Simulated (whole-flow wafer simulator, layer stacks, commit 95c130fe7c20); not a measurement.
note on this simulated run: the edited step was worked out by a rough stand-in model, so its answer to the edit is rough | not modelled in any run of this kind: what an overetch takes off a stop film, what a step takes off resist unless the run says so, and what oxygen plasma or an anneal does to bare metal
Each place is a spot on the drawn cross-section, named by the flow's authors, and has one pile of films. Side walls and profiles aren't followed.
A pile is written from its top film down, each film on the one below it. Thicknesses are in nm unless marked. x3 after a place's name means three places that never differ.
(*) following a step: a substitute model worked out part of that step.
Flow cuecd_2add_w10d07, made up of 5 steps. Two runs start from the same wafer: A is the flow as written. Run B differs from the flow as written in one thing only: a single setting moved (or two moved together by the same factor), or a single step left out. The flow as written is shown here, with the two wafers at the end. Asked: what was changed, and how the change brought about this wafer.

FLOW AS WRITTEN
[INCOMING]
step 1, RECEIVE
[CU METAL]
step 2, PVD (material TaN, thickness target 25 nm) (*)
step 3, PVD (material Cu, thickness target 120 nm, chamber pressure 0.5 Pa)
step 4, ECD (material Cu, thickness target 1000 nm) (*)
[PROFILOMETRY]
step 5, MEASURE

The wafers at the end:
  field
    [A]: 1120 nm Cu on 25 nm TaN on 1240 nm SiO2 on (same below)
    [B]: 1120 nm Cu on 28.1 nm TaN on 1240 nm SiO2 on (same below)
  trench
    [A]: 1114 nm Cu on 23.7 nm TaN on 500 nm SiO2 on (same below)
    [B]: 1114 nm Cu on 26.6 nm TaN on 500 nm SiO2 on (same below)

The reason: step 2, PVD: thickness target 28.1 nm was run, while the flow as written has thickness target 25 nm.
The wafer lets one read it off: field has TaN 28.1, and step 2 as written asks for 25 nm.

The path from the change to this, step by step:
  step 2, PVD (material TaN, thickness target 25 nm) (*)
      field: A TaN gains 25 (new film) | B TaN gains 28.1 (new film)
      trench: A TaN gains 23.7 (new film) | B TaN gains 26.6 (new film)
